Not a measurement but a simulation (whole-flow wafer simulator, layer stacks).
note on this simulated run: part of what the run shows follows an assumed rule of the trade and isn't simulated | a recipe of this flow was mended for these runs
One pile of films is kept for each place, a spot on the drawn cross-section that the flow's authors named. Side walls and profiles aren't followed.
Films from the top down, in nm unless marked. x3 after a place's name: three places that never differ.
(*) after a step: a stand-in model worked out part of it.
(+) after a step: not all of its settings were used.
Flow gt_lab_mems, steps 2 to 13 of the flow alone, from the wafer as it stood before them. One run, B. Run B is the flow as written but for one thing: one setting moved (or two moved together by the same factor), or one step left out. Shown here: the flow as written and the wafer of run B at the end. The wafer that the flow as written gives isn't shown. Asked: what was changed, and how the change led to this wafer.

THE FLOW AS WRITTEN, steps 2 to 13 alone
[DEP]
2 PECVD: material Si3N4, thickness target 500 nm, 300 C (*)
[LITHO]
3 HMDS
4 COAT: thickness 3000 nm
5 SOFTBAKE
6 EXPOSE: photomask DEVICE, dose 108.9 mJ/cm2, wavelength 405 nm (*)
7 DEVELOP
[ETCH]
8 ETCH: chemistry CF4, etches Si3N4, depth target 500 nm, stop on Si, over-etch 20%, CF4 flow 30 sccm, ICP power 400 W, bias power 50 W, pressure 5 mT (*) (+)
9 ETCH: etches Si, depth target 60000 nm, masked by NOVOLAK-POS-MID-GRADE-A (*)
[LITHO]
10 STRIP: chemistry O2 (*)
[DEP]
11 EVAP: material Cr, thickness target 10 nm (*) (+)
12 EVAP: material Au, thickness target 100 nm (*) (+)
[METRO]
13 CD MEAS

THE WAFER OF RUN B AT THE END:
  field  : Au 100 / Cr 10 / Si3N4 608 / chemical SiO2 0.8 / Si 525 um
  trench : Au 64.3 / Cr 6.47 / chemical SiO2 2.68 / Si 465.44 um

The cause: step 2, PECVD: thickness target 608 nm was run, where the flow has thickness target 500 nm.
It can be read off the wafer: field has Si3N4 608, and step 2 as written asks for 500 nm.

How the change led to this, step by step:
  2 PECVD: material Si3N4, thickness target 500 nm, 300 C (*)
      field, trench: Si3N4 +608 (new film) (as written it would be: Si3N4 +500 (new film))
  8 ETCH: chemistry CF4, etches Si3N4, depth target 500 nm, stop on Si, over-etch 20%, CF4 flow 30 sccm, ICP power 400 W, bias power 50 W, pressure 5 mT (*) (+)
      trench: Si3N4 -600 (as written it would be: Si3N4 -500 (all of it), chemical SiO2 -0.8 (all of it), Si -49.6)
  9 ETCH: etches Si, depth target 60000 nm, masked by NOVOLAK-POS-MID-GRADE-A (*)
      trench: Si3N4 -8 (all of it), chemical SiO2 -0.8 (all of it), Si -59.56 um (as written it would be: Si -59.96 um)
